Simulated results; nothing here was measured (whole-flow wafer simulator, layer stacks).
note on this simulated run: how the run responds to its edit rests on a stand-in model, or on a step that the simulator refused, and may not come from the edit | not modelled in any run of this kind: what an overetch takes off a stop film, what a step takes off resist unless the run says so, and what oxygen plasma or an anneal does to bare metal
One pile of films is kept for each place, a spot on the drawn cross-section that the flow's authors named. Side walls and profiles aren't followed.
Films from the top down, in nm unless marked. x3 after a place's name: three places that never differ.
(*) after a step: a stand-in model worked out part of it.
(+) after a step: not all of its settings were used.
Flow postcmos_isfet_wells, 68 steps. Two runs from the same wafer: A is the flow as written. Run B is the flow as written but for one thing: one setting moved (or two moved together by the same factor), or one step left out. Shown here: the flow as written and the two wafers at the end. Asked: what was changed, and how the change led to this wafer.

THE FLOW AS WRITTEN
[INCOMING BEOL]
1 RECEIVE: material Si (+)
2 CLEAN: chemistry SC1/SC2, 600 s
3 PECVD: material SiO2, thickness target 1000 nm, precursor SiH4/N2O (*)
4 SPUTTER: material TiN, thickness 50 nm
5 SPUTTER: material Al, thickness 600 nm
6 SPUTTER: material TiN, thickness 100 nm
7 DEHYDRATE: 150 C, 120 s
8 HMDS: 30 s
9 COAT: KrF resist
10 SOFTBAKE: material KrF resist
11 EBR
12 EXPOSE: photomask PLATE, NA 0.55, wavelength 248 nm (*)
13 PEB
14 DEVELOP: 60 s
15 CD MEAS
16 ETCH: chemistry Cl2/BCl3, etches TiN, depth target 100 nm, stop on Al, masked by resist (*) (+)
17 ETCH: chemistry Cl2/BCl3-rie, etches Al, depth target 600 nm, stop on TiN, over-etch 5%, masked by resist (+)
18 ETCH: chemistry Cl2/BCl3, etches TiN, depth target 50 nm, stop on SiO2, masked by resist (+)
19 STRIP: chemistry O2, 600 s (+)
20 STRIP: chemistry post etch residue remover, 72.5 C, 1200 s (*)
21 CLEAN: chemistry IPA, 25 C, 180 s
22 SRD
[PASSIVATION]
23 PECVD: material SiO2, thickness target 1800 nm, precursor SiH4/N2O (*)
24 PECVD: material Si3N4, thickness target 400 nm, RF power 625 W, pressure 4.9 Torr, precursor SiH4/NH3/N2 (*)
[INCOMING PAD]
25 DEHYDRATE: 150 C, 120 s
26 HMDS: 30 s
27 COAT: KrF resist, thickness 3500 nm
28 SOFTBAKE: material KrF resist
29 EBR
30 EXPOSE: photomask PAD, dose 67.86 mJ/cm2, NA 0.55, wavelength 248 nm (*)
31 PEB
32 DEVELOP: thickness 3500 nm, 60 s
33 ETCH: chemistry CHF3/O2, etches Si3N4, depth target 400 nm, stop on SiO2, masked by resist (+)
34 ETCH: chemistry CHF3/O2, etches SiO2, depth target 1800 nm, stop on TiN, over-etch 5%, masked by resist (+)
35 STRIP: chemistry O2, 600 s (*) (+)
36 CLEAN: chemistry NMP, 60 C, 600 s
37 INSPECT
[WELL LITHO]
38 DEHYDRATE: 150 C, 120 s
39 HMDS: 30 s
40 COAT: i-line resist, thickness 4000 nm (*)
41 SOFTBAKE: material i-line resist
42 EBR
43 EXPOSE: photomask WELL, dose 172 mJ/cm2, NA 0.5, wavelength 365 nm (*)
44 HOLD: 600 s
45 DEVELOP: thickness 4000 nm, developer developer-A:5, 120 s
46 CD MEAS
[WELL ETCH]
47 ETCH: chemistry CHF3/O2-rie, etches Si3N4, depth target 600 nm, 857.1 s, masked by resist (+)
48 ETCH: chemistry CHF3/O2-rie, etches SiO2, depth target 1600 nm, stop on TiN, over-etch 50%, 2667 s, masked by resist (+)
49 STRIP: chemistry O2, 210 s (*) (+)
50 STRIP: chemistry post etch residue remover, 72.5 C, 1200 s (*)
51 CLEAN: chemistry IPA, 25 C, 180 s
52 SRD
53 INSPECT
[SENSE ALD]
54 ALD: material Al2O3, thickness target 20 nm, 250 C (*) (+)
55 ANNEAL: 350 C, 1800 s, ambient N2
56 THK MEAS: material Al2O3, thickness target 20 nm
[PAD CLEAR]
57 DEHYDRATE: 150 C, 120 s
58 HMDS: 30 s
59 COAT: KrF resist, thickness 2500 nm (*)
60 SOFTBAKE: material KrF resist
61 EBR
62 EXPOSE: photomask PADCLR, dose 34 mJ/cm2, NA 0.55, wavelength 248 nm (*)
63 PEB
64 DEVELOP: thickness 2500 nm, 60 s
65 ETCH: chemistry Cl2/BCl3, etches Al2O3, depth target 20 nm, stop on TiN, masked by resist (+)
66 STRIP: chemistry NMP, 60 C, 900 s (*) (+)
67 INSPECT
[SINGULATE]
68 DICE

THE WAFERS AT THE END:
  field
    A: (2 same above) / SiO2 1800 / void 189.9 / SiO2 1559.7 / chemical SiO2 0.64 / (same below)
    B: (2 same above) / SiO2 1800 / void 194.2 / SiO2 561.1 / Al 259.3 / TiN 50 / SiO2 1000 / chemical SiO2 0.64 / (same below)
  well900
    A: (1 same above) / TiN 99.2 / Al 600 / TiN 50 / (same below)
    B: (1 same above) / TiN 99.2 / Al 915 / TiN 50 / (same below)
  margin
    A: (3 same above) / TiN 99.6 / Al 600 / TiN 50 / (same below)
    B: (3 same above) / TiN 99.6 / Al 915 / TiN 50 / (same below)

The cause: step 5, SPUTTER: thickness 915 nm was run, where the flow has thickness 600 nm.
It can be read off the wafer: well900 has Al 915, and step 5 as written asks for 600 nm.

How the change led to this, step by step:
  5 SPUTTER: material Al, thickness 600 nm
      field, margin, well900, well1300 x3, pad_rim, pad_clr, pad_open: A Al +600 (new film) | B Al +915 (new film)
  17 ETCH: chemistry Cl2/BCl3-rie, etches Al, depth target 600 nm, stop on TiN, over-etch 5%, masked by resist (+)
      field: A Al -600 (all of it) | B Al -600
  18 ETCH: chemistry Cl2/BCl3, etches TiN, depth target 50 nm, stop on SiO2, masked by resist (+)
      field: A TiN -50 (all of it) | B Al -50
  20 STRIP: chemistry post etch residue remover, 72.5 C, 1200 s (*)
      field: A nothing | B Al -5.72
  23 PECVD: material SiO2, thickness target 1800 nm, precursor SiH4/N2O (*)
      field: A SiO2 +1800 (new film), void +189.9 (new film), SiO2 +559.7 | B SiO2 +1800 (new film), void +194.2 (new film), SiO2 +561.1 (new film)
Counting metal films that touch as one body, field has 1 body; the flow as written gives 0 bodies.
